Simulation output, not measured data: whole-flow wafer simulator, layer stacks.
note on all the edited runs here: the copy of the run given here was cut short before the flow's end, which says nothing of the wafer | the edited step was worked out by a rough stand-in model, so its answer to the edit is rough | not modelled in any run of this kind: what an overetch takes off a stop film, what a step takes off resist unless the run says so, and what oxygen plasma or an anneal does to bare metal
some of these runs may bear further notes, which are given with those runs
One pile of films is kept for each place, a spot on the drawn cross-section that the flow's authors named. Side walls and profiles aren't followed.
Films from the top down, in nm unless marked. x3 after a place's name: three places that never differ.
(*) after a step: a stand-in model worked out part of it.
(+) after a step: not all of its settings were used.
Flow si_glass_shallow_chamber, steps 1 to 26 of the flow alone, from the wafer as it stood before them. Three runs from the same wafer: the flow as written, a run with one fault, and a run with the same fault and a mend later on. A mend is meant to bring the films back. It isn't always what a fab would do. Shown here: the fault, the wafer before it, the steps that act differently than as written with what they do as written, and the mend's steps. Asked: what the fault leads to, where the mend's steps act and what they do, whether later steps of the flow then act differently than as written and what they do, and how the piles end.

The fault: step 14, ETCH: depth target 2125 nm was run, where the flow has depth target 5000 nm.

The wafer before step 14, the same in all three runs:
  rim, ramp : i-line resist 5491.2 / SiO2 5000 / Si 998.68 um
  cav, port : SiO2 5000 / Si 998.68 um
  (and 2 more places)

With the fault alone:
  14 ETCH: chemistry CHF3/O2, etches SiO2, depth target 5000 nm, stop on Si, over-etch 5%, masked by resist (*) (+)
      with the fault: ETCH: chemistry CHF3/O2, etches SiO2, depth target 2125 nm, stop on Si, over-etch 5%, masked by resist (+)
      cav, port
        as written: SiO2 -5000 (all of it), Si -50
        with the fault: SiO2 -2231.2
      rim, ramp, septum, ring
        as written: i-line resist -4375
        with the fault: i-line resist -1859.4
  Later steps of the flow that act differently than as written:
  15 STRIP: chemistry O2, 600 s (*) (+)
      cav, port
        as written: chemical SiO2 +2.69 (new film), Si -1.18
        with the fault: nothing
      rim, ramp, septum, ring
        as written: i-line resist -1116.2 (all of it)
        with the fault: i-line resist -3631.8 (all of it)
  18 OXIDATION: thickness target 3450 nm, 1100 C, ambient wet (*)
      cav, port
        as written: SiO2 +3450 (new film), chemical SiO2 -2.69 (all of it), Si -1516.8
        with the fault: SiO2 +1691, Si -744
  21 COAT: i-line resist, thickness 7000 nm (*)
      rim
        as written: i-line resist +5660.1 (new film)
        with the fault: i-line resist +6302.1 (new film)
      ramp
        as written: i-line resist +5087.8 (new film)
        with the fault: i-line resist +5989.8 (new film)
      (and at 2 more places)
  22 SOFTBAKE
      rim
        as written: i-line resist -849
        with the fault: i-line resist -465.9
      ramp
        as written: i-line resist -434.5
        with the fault: i-line resist -207.7
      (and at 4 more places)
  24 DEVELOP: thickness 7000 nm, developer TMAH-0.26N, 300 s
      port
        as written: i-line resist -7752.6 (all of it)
        with the fault: i-line resist -7420.8 (all of it)
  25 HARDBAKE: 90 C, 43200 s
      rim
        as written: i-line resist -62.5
        with the fault: i-line resist -102.4
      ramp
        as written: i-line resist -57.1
        with the fault: i-line resist -100.1
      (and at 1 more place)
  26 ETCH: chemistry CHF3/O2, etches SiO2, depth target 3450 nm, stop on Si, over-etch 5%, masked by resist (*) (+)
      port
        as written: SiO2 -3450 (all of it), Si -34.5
        with the fault: SiO2 -3622.5
  At the end the piles differ from the flow's by more than 2% or 0.5 nm, whichever is larger, at rim, ramp, cav, port.
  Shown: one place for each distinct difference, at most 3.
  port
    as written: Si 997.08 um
    with the fault: SiO2 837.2 / Si 997.94 um
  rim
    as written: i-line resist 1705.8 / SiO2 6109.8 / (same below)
    with the fault: i-line resist 2690.9 / SiO2 6109.8 / (same below)
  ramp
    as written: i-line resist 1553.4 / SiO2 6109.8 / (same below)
    with the fault: i-line resist 2639.1 / SiO2 6109.8 / (same below)

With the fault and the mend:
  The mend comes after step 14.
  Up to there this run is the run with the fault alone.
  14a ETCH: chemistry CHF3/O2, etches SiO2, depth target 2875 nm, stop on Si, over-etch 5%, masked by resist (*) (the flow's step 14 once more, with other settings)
      rim, ramp, septum, ring
        i-line resist -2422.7
      cav, port
        SiO2 -2768.8 (all of it), Si -50
  Later steps of the flow that act differently than as written:
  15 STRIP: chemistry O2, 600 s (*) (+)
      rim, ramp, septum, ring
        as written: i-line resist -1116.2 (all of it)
        with the mend: i-line resist -1209.1 (all of it)
  At the end the piles are the same as the flow's at every place that both follow.
